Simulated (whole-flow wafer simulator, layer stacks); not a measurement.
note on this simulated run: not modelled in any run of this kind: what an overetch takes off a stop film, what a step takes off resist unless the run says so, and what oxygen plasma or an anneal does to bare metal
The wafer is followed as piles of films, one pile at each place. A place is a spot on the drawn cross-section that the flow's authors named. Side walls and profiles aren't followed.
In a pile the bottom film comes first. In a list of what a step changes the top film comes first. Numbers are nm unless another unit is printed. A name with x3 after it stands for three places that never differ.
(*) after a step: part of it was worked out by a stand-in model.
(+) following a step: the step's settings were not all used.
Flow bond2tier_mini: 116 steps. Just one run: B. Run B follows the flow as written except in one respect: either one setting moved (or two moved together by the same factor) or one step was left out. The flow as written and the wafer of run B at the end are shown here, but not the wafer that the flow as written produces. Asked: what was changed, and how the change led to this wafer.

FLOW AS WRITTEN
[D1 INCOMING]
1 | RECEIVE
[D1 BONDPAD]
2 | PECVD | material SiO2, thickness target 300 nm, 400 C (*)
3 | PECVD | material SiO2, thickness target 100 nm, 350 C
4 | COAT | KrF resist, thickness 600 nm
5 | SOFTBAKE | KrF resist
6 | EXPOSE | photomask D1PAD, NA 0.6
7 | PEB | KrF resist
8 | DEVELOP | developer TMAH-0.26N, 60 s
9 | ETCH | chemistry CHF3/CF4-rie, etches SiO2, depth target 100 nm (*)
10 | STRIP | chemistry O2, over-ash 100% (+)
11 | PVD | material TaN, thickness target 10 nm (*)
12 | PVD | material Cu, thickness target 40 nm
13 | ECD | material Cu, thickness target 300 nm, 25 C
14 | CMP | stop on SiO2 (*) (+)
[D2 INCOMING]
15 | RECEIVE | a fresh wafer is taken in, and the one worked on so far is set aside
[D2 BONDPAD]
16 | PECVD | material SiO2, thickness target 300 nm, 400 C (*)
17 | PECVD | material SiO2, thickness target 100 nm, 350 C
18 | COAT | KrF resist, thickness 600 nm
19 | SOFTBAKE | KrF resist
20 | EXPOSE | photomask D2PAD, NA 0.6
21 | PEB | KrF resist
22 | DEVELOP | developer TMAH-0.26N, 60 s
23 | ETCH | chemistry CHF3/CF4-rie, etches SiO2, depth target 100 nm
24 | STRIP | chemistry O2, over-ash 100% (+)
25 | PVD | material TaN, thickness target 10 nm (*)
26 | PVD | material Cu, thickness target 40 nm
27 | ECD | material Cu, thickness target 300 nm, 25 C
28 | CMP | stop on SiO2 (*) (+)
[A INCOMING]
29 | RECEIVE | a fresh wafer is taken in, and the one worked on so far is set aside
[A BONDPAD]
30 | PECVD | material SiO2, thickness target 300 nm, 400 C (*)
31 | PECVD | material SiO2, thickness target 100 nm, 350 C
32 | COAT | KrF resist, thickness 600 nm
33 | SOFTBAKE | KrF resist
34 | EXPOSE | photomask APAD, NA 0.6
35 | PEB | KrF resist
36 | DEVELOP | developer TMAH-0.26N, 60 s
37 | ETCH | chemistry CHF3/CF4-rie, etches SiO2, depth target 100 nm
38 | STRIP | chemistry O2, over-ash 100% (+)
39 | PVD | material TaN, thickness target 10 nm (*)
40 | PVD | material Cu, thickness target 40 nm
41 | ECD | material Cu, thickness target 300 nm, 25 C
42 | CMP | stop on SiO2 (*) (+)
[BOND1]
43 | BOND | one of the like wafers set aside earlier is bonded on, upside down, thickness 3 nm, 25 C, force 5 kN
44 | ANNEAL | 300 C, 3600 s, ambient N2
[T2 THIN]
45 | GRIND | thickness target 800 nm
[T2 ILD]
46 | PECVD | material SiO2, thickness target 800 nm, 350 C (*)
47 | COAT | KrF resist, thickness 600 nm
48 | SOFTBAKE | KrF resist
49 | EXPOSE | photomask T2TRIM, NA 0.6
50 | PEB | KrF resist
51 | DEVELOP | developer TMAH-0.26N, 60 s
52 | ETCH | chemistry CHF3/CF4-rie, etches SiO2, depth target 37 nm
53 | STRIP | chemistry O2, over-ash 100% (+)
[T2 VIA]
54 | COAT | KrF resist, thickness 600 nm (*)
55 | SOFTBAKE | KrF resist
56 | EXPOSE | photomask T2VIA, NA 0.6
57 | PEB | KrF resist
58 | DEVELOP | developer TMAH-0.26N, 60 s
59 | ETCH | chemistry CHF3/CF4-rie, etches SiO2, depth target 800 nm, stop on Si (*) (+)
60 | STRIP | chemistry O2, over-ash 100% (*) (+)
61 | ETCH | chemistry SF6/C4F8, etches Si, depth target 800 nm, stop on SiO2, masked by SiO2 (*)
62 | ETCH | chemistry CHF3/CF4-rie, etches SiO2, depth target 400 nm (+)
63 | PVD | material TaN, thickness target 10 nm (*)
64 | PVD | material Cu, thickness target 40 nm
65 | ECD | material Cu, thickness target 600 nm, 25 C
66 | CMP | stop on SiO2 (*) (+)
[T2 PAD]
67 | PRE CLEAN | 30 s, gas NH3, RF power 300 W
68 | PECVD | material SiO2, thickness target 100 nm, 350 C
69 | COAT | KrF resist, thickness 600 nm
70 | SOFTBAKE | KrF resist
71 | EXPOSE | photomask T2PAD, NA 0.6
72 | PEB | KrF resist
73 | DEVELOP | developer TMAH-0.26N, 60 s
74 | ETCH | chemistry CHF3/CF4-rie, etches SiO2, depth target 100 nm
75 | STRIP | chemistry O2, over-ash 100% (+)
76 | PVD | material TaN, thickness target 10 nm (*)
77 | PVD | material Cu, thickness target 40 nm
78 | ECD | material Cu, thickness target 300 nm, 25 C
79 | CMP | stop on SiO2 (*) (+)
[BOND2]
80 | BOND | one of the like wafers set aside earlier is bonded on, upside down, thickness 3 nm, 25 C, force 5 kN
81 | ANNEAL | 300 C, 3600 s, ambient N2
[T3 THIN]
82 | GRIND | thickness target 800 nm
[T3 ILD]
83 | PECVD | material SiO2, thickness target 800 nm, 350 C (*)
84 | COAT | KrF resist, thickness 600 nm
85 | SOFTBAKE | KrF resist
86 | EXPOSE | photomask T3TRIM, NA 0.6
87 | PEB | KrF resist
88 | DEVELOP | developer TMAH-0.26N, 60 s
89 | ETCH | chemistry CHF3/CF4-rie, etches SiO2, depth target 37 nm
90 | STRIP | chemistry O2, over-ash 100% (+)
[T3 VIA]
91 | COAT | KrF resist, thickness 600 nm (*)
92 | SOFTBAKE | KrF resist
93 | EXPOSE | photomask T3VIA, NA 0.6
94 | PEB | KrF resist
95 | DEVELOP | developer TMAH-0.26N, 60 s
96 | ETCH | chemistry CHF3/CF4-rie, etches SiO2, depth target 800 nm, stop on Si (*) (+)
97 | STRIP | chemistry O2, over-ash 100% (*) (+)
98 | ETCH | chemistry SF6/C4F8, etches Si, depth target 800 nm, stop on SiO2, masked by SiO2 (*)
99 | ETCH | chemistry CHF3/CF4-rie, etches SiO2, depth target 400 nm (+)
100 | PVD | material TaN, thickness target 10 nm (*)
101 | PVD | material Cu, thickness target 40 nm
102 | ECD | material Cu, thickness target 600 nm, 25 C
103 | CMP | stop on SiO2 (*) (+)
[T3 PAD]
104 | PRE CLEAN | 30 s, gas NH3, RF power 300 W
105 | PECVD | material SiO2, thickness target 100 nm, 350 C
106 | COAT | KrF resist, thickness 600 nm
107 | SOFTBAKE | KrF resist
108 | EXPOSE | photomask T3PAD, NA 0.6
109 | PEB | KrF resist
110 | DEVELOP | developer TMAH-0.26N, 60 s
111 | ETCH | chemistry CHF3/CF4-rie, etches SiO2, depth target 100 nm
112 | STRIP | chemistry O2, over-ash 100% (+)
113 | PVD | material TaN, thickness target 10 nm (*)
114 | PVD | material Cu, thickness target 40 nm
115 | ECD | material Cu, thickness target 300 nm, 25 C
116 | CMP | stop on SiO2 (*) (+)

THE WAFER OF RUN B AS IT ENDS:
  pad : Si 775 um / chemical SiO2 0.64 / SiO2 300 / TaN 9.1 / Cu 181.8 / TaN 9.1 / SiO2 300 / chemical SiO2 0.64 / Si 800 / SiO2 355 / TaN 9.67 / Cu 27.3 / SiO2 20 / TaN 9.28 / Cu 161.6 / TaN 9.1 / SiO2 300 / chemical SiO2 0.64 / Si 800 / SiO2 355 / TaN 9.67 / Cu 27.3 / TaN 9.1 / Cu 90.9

The reason: step 74, ETCH: depth target 80 nm was run, while the flow as written has depth target 100 nm.

How this came from the change, step by step:
  74 | ETCH | chemistry CHF3/CF4-rie, etches SiO2, depth target 100 nm
      pad: -80 SiO2 (as written it would have been: -100 SiO2 (all of it))
      field: -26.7 KrF resist (as written it would have been: -33.3 KrF resist)
  78 | ECD | material Cu, thickness target 300 nm, 25 C
      pad: +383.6 Cu (as written it would have been: +404.5 Cu)
With metal films that touch counted as one body, pad has 4 bodies (between them, from the top down: SiO2 355 / Si 800 / chemical SiO2 0.64 / SiO2 300; SiO2 20; SiO2 355 / Si 800 / chemical SiO2 0.64 / SiO2 300); the flow as written gives 3 bodies (between them, from the top down: SiO2 355 / Si 800 / chemical SiO2 0.64 / SiO2 300; SiO2 355 / Si 800 / chemical SiO2 0.64 / SiO2 300).
